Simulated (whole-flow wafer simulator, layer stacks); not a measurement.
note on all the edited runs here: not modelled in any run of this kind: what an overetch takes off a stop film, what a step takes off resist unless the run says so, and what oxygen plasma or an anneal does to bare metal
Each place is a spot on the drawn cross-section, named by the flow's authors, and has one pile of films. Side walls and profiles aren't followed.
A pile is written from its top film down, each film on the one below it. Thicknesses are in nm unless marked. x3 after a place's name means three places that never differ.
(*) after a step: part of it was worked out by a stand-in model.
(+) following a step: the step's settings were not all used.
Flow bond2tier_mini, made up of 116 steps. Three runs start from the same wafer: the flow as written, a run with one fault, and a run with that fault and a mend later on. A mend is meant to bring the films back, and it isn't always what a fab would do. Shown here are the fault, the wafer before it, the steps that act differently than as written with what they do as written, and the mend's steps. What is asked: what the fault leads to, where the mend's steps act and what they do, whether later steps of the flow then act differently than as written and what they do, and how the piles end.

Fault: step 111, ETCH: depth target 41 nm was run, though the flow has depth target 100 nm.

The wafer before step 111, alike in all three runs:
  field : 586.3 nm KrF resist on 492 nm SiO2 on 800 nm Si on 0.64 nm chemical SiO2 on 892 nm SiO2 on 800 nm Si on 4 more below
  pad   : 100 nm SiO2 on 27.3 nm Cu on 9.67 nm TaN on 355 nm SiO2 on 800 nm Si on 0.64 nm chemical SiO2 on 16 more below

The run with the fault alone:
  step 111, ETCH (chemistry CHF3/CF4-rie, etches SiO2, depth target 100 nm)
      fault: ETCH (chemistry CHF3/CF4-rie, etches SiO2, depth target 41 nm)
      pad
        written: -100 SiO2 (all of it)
        fault: -41 SiO2
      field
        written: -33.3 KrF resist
        fault: -13.7 KrF resist
  Steps further on in the flow that do not act as written:
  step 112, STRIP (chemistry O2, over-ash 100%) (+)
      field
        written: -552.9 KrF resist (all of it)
        fault: -572.6 KrF resist (all of it)
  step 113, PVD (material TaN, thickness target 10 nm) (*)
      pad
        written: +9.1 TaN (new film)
        fault: +9.63 TaN (new film)
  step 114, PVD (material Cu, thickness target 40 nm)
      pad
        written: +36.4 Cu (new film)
        fault: +38.5 Cu (new film)
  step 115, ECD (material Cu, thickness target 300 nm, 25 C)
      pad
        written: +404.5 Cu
        fault: +342.9 Cu
  At pad, the piles at the end differ from the flow's by more than 2% or 0.5 nm, whichever is larger.
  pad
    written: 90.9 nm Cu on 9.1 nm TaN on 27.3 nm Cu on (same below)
    fault: 31.4 nm Cu on 9.63 nm TaN on 59 nm SiO2 on 27.3 nm Cu on (same below)

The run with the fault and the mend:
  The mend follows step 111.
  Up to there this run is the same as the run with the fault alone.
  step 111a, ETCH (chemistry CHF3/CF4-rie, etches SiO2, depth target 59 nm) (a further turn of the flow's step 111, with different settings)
      field
        -19.7 KrF resist
      pad
        -59 SiO2 (all of it)
  Later steps of the flow that are run all act as written at every place that is followed.
  At every place that both follow, the piles at the end match the flow's.
